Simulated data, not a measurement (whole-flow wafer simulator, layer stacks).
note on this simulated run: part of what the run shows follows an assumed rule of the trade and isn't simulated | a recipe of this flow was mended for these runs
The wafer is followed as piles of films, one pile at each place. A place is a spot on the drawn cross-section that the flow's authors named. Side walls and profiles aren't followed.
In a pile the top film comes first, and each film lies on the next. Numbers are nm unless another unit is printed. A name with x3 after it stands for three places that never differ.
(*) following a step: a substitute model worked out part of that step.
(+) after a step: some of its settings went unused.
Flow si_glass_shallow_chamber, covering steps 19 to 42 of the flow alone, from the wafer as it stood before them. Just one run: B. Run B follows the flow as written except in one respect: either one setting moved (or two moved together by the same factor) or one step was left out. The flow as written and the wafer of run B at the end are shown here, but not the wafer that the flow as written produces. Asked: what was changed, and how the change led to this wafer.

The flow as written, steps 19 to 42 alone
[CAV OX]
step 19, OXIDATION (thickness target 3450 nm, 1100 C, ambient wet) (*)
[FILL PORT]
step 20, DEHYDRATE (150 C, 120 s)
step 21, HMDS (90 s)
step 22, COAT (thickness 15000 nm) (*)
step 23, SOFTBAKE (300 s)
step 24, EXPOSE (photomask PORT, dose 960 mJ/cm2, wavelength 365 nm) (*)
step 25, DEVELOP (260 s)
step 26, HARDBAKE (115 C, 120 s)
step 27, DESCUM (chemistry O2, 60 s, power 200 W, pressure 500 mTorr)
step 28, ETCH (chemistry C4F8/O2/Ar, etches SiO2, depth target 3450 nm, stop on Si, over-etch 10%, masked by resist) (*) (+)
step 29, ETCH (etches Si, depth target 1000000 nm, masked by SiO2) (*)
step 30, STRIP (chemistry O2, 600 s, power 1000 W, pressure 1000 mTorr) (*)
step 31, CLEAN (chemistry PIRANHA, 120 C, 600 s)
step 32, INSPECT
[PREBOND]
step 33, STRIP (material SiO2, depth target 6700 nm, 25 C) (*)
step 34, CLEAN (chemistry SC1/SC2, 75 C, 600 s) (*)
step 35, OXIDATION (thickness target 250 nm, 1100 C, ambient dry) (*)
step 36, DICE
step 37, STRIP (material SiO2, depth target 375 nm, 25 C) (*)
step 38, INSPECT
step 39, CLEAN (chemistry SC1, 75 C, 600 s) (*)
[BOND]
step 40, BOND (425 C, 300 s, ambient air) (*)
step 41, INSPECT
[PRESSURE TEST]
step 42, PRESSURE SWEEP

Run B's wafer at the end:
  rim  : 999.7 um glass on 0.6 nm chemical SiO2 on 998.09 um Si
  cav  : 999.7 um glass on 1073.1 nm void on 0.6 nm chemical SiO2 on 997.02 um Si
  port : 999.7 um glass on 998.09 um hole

The reason: step 19, OXIDATION: 1088 C was run, whereas the flow has 1100 C.

Step by step, how the change led to this:
  step 19, OXIDATION (thickness target 3450 nm, 1100 C, ambient wet) (*)
      rim, ramp, septum, ring: SiO2 gains 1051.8, Si loses 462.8 (as written it would have been: SiO2 gains 1110.9, Si loses 488.8)
      cav, port: SiO2 gains 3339 (new film), chemical SiO2 loses 0.6 (all of it), Si loses 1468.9 (as written it would have been: SiO2 gains 3450 (new film), chemical SiO2 loses 0.6 (all of it), Si loses 1517.7)
  step 22, COAT (thickness 15000 nm) (*)
      rim: thick-i-line-resist gains 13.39 um (new film) (as written it would have been: thick-i-line-resist gains 13.4 um (new film))
      ramp: thick-i-line-resist gains 12.88 um (new film) (as written it would have been: thick-i-line-resist gains 12.89 um (new film))
      (and at 1 other place as well)
  step 28, ETCH (chemistry C4F8/O2/Ar, etches SiO2, depth target 3450 nm, stop on Si, over-etch 10%, masked by resist) (*) (+)
      rim, ramp, cav, septum, ring: thick-i-line-resist loses 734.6 (as written it would have been: thick-i-line-resist loses 759)
      port: SiO2 loses 3339 (all of it), Si loses 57 (as written it would have been: SiO2 loses 3450 (all of it), Si loses 43.1)
  step 29, ETCH (etches Si, depth target 1000000 nm, masked by SiO2) (*)
      rim, ramp: thick-i-line-resist loses 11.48 um (all of it), SiO2 loses 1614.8 (as written it would have been: thick-i-line-resist loses 11.47 um (all of it), SiO2 loses 1617.3)
      port: hole gains 997.08 um (new film), Si loses 997.08 um (all of it) (as written it would have been: hole gains 997.05 um (new film), Si loses 997.05 um (all of it))
      (and at 2 other places as well)
  step 30, STRIP (chemistry O2, 600 s, power 1000 W, pressure 1000 mTorr) (*)
      cav: thick-i-line-resist loses 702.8 (all of it) (as written it would have been: thick-i-line-resist loses 669.6 (all of it))
  step 33, STRIP (material SiO2, depth target 6700 nm, 25 C) (*)
      cav: SiO2 loses 3339 (all of it) (as written it would have been: SiO2 loses 3450 (all of it))
  step 40, BOND (425 C, 300 s, ambient air) (*)
      cav: glass gains 999.7 um (new film), void gains 1073.1 (new film) (as written it would have been: glass gains 999.7 um (new film), void gains 1095.9 (new film))
